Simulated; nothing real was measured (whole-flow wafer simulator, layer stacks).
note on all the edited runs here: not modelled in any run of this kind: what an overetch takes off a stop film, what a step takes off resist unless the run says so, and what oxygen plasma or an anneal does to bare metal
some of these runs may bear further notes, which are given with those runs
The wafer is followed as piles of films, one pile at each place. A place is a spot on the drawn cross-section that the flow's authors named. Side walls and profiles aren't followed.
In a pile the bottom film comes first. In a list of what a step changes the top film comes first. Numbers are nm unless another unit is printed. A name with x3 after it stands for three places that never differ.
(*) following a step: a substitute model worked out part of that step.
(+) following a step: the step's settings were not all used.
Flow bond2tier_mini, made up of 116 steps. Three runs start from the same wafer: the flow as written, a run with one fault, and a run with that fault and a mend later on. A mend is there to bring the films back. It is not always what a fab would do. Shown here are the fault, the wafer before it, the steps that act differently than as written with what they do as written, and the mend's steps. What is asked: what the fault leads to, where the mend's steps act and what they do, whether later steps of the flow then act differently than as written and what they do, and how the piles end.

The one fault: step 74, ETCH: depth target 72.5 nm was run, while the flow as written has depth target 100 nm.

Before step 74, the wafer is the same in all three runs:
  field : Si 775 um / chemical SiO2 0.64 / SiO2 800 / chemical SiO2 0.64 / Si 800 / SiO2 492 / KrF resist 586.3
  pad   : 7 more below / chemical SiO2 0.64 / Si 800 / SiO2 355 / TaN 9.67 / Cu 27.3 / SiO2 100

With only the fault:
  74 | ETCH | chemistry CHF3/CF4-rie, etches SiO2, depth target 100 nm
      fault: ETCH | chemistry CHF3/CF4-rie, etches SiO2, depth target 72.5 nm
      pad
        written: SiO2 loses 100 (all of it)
        fault: SiO2 loses 72.5
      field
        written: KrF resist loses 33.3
        fault: KrF resist loses 24.2
  Later steps of the flow acting differently than as written (not shown: 2 more steps that differ only slightly, by at most 2% or 0.5 nm, whichever is larger):
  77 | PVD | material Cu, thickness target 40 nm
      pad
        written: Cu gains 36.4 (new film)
        fault: Cu gains 37.4 (new film)
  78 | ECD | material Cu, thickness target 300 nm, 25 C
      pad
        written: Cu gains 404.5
        fault: Cu gains 375.8
  By the end, the piles at pad depart from the flow's by more than 2% or 0.5 nm, whichever is larger.
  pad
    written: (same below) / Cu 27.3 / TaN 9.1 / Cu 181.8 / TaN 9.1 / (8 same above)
    fault: (same below) / Cu 27.3 / SiO2 27.5 / TaN 9.35 / Cu 154.1 / TaN 9.1 / (8 same above)

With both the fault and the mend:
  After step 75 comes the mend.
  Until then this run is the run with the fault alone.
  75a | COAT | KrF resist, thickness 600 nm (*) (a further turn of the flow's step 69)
      field
        KrF resist gains 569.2 (new film)
      pad
        KrF resist gains 632.1 (new film)
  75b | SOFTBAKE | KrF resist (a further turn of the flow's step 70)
      alters no film at any place that is followed
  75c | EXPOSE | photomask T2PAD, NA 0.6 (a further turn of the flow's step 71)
      alters no film at any place that is followed
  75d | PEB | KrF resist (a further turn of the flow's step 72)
      alters no film at any place that is followed
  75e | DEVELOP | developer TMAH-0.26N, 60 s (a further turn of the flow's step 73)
      field
        KrF resist loses 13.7
      pad
        KrF resist loses 632.1 (all of it)
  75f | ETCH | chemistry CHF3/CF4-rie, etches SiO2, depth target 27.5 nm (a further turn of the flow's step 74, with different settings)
      field
        KrF resist loses 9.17
      pad
        SiO2 loses 27.5 (all of it)
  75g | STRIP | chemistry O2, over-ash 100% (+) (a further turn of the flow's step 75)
      field
        KrF resist loses 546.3 (all of it)
  Every later step of the flow that is run acts as written at every place that is followed.
  At every place that both follow, the piles at the end match the flow's.
